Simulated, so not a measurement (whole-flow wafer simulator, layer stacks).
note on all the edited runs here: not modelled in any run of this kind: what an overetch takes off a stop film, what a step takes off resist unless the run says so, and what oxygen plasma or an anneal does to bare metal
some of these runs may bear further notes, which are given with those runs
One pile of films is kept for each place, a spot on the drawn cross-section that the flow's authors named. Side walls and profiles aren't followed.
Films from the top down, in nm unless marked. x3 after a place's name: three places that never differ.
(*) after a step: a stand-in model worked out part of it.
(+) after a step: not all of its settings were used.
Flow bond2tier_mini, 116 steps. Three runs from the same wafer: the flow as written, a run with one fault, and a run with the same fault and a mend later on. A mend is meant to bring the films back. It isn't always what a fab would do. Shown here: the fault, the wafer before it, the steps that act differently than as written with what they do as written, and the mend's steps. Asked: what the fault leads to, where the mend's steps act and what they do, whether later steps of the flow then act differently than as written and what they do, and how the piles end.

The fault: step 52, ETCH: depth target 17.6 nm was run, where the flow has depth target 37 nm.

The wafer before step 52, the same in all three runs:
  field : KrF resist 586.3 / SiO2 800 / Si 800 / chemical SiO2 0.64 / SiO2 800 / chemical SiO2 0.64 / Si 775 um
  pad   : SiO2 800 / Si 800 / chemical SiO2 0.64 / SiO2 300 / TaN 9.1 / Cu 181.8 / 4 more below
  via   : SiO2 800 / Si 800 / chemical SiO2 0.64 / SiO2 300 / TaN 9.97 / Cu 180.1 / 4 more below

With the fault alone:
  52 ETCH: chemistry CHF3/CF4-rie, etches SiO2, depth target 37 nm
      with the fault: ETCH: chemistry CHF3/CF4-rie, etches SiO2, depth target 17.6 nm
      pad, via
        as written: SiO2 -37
        with the fault: SiO2 -17.6
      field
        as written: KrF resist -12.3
        with the fault: KrF resist -5.87
  Later steps of the flow that act differently than as written (5 more steps differ only slightly, by at most 2% or 0.5 nm, whichever is larger, and aren't shown):
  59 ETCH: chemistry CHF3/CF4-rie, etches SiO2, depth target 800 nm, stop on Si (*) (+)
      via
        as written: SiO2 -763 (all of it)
        with the fault: SiO2 -782.4 (all of it)
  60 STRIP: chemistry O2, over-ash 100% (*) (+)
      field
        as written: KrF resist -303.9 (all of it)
        with the fault: KrF resist -312.1 (all of it)
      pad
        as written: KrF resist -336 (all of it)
        with the fault: KrF resist -327.4 (all of it)
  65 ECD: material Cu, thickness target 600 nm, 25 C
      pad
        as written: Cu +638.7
        with the fault: Cu +618.4
  At the end the piles differ from the flow's by more than 2% or 0.5 nm, whichever is larger, at pad.
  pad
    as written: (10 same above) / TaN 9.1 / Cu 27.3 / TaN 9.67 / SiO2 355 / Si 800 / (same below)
    with the fault: (10 same above) / TaN 9.1 / Cu 7.75 / TaN 9.85 / SiO2 374.4 / Si 800 / (same below)

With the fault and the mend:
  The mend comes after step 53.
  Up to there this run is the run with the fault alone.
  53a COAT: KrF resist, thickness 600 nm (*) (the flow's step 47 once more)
      field
        KrF resist +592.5 (new film)
      pad
        KrF resist +607.8 (new film)
      via
        KrF resist +606.8 (new film)
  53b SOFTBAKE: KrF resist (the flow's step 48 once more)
      changes no film at any place that is followed
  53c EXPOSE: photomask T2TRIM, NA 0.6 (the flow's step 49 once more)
      changes no film at any place that is followed
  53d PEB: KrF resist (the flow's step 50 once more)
      changes no film at any place that is followed
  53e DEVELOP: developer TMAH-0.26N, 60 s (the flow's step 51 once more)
      field
        KrF resist -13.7
      pad
        KrF resist -607.8 (all of it)
      via
        KrF resist -606.8 (all of it)
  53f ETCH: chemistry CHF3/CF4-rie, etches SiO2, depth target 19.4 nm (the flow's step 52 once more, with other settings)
      pad, via
        SiO2 -19.4
      field
        KrF resist -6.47
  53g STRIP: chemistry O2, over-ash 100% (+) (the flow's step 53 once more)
      field
        KrF resist -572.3 (all of it)
  No later step of the flow acts differently than as written at any place that is followed.
  At the end the piles are the same as the flow's at every place that both follow.
